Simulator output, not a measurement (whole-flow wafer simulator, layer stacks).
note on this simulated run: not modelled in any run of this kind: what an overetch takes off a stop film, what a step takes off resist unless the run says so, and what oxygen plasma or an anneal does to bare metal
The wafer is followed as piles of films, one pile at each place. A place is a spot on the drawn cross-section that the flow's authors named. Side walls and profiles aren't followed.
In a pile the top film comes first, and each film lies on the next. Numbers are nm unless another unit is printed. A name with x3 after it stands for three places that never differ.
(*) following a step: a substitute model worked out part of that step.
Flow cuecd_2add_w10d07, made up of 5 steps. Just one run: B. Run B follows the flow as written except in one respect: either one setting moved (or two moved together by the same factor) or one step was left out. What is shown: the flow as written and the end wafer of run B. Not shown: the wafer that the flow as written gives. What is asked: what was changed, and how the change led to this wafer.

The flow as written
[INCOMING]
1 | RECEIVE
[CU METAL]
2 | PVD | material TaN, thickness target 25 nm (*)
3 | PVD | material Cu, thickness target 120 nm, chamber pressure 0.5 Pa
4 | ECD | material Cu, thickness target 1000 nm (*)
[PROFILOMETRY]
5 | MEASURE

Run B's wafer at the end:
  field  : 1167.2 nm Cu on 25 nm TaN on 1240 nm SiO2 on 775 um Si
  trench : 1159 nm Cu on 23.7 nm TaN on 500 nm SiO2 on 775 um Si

The reason: step 3, PVD: thickness target 167.2 nm was run, while the flow as written has thickness target 120 nm.

Step by step, how the change led to this:
  3 | PVD | material Cu, thickness target 120 nm, chamber pressure 0.5 Pa
      field: +167.2 Cu (new film) (in the flow as written it would be: +120 Cu (new film))
      trench: +159 Cu (new film) (in the flow as written it would be: +114 Cu (new film))
